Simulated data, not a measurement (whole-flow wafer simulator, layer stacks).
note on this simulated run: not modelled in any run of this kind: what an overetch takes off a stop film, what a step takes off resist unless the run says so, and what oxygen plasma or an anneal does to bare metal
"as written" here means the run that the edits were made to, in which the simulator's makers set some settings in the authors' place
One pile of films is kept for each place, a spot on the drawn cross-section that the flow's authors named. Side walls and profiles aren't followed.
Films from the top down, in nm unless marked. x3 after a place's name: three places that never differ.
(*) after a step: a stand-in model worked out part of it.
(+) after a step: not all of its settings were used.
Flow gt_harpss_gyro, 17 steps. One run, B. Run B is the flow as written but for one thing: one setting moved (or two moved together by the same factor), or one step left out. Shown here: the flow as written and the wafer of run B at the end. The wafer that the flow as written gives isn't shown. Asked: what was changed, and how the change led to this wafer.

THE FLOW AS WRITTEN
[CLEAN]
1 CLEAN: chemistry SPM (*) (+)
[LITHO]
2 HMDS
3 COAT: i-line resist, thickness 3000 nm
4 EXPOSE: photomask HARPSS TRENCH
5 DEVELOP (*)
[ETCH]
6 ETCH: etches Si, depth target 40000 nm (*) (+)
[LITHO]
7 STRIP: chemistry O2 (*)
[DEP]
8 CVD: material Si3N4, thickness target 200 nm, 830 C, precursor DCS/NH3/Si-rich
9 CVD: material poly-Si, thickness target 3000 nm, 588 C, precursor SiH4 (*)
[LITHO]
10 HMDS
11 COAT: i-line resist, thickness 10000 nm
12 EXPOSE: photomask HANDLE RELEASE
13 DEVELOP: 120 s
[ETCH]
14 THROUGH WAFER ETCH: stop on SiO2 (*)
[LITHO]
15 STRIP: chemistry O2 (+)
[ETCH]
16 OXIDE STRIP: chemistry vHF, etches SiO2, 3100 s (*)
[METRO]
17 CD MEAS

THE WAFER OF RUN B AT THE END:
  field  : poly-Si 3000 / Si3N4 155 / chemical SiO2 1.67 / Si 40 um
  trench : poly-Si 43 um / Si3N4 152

The cause: step 8, CVD: thickness target 155 nm was run, where the flow has thickness target 200 nm.
It can be read off the wafer: field has Si3N4 155, and step 8 as written asks for 200 nm.

How the change led to this, step by step:
  8 CVD: material Si3N4, thickness target 200 nm, 830 C, precursor DCS/NH3/Si-rich
      field: Si3N4 +155 (new film) (as written it would be: Si3N4 +200 (new film))
      trench: Si3N4 +152 (new film) (as written it would be: Si3N4 +195.9 (new film))
  9 CVD: material poly-Si, thickness target 3000 nm, 588 C, precursor SiH4 (*)
      trench: poly-Si +43 um (new film) (as written it would be: poly-Si +43.01 um (new film))
